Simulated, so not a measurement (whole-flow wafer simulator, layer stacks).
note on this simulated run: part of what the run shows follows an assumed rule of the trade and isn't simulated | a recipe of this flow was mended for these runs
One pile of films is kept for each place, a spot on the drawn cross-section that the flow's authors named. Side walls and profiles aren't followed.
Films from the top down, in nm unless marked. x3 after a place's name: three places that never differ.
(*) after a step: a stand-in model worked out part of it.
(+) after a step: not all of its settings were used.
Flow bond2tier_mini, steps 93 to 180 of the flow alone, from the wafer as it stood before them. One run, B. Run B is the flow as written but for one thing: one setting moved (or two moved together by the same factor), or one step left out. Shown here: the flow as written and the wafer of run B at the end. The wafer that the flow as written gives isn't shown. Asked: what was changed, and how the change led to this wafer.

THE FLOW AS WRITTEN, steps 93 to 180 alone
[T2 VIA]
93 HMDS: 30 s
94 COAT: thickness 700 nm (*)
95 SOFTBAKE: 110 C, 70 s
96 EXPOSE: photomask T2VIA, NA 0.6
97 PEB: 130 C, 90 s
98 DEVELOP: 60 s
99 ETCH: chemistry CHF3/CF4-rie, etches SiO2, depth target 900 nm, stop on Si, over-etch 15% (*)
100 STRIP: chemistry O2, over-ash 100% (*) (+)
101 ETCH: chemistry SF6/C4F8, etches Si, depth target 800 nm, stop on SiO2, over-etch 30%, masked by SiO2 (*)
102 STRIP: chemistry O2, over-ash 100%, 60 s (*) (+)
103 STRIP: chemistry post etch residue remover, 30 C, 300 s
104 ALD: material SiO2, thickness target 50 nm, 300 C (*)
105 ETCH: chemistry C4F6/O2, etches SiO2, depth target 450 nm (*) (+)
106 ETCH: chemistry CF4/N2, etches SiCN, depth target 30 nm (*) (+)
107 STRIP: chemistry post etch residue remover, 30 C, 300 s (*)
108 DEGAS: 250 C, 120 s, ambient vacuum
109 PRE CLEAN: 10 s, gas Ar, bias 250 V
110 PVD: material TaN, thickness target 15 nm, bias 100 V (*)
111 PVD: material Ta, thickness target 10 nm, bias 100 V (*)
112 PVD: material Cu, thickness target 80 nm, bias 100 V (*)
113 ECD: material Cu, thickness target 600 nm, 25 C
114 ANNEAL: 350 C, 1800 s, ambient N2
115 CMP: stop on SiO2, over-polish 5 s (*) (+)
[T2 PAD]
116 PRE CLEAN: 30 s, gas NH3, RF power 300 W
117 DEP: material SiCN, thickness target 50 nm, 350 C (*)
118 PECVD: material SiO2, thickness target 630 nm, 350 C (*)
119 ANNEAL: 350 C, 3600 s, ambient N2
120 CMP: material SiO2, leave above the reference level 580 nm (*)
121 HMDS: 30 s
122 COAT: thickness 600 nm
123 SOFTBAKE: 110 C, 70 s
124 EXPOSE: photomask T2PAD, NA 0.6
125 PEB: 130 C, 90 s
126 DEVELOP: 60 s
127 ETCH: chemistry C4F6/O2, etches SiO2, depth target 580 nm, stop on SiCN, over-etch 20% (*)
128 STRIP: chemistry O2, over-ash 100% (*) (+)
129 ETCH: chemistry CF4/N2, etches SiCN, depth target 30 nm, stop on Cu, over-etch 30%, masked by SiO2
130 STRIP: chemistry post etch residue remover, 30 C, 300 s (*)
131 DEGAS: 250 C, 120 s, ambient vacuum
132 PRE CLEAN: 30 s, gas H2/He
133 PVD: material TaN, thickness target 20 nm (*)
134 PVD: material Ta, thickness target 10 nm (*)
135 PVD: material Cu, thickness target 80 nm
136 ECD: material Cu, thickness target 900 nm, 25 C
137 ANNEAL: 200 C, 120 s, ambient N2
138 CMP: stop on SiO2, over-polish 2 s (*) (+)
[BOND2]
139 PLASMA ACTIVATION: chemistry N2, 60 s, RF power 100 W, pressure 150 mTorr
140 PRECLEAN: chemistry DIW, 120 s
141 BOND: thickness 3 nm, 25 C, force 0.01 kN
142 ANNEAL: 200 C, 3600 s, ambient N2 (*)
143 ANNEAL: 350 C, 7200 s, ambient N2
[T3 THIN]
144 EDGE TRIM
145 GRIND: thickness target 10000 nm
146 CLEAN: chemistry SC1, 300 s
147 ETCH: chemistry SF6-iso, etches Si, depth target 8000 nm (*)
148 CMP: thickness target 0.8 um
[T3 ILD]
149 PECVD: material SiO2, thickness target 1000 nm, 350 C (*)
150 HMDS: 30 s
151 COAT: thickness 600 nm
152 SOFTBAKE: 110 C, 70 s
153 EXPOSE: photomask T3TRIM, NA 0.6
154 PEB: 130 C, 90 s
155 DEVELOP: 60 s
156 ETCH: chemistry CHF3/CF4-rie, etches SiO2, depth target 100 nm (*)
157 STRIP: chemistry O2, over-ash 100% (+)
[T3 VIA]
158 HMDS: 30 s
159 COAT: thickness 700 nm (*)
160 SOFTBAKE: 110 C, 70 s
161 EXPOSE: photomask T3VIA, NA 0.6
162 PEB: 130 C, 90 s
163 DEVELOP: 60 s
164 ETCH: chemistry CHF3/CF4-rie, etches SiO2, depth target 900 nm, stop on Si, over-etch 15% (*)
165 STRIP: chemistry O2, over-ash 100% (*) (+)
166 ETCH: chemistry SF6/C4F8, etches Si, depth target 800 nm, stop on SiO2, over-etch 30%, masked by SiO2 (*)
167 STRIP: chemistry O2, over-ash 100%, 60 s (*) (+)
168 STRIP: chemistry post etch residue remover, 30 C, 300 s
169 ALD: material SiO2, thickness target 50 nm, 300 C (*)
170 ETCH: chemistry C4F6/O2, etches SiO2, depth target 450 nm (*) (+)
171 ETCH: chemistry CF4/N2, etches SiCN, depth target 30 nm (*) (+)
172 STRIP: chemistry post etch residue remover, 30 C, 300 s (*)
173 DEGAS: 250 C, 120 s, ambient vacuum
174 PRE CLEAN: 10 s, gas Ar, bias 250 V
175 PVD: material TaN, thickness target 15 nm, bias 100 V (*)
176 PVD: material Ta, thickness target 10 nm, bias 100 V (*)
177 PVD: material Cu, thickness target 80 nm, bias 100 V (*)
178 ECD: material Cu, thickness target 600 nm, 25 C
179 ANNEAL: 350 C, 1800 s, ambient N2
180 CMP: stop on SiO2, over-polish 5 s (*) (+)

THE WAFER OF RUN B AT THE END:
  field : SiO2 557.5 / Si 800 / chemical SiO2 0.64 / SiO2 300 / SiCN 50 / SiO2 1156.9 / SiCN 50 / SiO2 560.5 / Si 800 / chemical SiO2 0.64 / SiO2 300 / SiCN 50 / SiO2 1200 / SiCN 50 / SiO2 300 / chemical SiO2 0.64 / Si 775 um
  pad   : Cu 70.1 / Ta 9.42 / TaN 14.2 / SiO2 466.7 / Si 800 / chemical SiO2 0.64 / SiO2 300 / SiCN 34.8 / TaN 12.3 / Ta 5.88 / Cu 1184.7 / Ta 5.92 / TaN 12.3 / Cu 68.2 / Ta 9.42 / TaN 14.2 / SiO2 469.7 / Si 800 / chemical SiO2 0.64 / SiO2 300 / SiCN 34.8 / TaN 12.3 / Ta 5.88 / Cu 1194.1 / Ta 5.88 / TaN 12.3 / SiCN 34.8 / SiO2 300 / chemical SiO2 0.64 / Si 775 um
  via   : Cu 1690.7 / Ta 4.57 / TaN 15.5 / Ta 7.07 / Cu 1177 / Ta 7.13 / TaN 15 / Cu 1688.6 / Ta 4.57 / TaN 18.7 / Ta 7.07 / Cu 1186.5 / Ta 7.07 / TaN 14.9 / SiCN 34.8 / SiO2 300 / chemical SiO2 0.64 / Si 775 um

The cause: step 109, PRE CLEAN: 10 s, gas Ar, bias 250 V, was left out.

How the change led to this, step by step:
  (no step that both runs have acts differently by more than 2% or 0.5 nm, whichever is larger)
